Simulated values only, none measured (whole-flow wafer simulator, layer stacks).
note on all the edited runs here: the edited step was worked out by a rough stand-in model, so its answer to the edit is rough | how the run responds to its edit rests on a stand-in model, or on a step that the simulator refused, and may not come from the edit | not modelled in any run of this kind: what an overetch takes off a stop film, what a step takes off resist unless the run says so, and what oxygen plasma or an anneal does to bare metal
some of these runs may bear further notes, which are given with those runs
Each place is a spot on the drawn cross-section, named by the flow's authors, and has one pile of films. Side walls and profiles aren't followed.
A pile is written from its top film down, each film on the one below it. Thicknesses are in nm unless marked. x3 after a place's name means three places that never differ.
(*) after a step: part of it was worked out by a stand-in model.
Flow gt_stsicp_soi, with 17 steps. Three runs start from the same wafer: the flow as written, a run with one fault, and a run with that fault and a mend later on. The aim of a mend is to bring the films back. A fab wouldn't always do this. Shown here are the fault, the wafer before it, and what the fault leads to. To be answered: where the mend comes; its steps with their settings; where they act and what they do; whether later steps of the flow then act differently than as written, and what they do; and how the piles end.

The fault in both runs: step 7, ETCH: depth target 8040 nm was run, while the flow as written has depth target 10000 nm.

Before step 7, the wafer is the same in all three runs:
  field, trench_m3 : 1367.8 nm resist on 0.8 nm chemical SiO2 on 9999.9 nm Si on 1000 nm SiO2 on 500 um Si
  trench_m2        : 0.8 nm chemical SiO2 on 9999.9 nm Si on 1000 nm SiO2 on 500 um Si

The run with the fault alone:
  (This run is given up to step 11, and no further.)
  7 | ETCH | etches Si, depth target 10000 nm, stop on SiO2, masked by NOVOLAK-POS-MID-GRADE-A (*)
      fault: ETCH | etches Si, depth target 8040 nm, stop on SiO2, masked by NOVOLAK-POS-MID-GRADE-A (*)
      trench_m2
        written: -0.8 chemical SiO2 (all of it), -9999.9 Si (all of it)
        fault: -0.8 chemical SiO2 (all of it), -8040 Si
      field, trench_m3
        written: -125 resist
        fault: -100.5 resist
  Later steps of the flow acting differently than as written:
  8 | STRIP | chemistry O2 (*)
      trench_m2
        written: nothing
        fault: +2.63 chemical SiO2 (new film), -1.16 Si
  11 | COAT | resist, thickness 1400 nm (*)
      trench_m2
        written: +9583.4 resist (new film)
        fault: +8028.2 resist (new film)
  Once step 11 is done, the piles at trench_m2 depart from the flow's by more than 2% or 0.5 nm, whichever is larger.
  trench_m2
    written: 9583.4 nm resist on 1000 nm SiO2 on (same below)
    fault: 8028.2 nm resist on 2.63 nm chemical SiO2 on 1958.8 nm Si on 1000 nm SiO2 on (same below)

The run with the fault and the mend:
  After step 7 comes the mend.
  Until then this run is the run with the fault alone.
  7a | ETCH | etches Si, depth target 1960 nm, stop on SiO2, masked by NOVOLAK-POS-MID-GRADE-A (*) (the flow's step 7 again, with other settings)
      field, trench_m3
        -24.5 resist
      trench_m2
        -1959.9 Si (all of it)
  Later steps of the flow that are run all act as written at every place that is followed.
  At every place that both follow, the piles at the end match the flow's.
